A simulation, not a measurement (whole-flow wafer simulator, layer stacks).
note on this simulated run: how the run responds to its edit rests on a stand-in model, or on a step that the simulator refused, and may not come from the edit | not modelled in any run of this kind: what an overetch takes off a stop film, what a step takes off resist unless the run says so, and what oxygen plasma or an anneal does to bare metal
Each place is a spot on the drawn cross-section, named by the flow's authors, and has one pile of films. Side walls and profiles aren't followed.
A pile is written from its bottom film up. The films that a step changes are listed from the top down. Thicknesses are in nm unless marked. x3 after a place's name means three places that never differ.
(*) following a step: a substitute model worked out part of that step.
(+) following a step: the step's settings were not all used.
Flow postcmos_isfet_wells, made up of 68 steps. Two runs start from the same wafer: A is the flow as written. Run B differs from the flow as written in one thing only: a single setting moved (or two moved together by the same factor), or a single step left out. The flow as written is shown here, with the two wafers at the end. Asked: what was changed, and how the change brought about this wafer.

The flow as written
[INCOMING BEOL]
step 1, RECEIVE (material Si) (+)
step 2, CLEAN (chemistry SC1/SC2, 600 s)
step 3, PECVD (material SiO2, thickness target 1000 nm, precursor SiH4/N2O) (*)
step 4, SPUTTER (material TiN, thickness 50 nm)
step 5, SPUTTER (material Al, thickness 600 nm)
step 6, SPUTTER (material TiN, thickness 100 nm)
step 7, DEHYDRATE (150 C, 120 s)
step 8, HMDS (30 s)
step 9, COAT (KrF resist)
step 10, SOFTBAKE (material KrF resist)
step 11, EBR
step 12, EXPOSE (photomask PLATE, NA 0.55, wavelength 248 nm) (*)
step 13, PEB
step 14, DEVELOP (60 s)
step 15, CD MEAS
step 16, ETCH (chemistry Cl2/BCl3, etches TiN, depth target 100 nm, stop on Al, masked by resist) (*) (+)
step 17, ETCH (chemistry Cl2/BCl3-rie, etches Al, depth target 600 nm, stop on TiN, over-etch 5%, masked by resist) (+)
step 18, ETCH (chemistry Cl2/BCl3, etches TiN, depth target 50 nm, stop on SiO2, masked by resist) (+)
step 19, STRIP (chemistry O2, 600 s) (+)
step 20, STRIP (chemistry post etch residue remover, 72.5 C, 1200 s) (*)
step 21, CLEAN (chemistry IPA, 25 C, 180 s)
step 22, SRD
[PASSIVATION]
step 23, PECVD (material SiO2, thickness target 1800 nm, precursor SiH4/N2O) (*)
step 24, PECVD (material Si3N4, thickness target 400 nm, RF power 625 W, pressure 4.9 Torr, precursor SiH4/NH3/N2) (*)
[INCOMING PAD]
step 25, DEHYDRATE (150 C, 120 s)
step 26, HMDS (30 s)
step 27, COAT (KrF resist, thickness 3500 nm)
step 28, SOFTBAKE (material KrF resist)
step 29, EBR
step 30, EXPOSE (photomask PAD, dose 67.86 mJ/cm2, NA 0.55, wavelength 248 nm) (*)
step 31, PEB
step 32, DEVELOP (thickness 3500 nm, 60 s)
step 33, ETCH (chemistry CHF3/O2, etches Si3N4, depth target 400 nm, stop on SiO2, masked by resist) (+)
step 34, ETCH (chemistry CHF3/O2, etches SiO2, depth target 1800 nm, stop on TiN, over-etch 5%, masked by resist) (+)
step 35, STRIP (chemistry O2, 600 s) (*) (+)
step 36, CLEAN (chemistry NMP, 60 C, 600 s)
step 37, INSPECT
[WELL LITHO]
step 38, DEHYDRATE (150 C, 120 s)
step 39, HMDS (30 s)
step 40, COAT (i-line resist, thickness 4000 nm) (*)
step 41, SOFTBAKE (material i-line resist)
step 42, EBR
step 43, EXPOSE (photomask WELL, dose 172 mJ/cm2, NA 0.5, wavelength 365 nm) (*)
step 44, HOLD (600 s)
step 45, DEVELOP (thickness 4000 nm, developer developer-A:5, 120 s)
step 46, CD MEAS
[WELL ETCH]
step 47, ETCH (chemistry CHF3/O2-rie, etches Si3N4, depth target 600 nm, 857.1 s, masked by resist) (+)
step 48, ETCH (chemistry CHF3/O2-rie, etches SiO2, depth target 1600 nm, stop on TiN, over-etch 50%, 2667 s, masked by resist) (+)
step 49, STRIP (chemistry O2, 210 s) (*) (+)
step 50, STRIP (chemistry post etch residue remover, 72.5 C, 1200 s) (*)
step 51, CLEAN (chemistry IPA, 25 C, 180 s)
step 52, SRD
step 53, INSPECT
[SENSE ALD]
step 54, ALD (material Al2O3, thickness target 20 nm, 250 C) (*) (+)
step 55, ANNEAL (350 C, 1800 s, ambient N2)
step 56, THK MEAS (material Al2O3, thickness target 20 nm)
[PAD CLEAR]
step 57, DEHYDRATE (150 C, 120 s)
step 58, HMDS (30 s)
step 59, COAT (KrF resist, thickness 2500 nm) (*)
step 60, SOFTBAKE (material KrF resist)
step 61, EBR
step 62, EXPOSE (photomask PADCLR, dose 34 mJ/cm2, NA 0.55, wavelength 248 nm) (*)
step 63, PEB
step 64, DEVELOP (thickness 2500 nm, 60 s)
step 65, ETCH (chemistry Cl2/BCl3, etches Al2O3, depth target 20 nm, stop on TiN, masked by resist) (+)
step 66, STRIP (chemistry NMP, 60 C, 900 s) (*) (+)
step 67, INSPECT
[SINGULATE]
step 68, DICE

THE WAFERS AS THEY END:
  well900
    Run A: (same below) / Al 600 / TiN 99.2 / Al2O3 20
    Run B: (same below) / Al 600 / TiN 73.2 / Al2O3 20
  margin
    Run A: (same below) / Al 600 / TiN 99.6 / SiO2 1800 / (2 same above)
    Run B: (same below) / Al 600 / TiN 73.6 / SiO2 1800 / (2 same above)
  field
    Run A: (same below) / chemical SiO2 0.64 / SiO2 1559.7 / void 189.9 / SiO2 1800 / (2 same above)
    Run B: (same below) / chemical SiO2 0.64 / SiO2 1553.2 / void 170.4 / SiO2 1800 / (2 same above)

What caused this: step 6, SPUTTER: thickness 74 nm was run, while the flow as written has thickness 100 nm.

The path from the change to this, step by step:
  step 6, SPUTTER (material TiN, thickness 100 nm)
      field, margin, well900, well1300 x3, pad_rim, pad_clr, pad_open: A TiN gains 100 (new film) | B TiN gains 74 (new film)
  step 16, ETCH (chemistry Cl2/BCl3, etches TiN, depth target 100 nm, stop on Al, masked by resist) (*) (+)
      field: A TiN loses 100 (all of it) | B TiN loses 74 (all of it)
  step 23, PECVD (material SiO2, thickness target 1800 nm, precursor SiH4/N2O) (*)
      field: A SiO2 gains 1800 (new film), void gains 189.9 (new film), SiO2 gains 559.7 | B SiO2 gains 1800 (new film), void gains 170.4 (new film), SiO2 gains 553.2
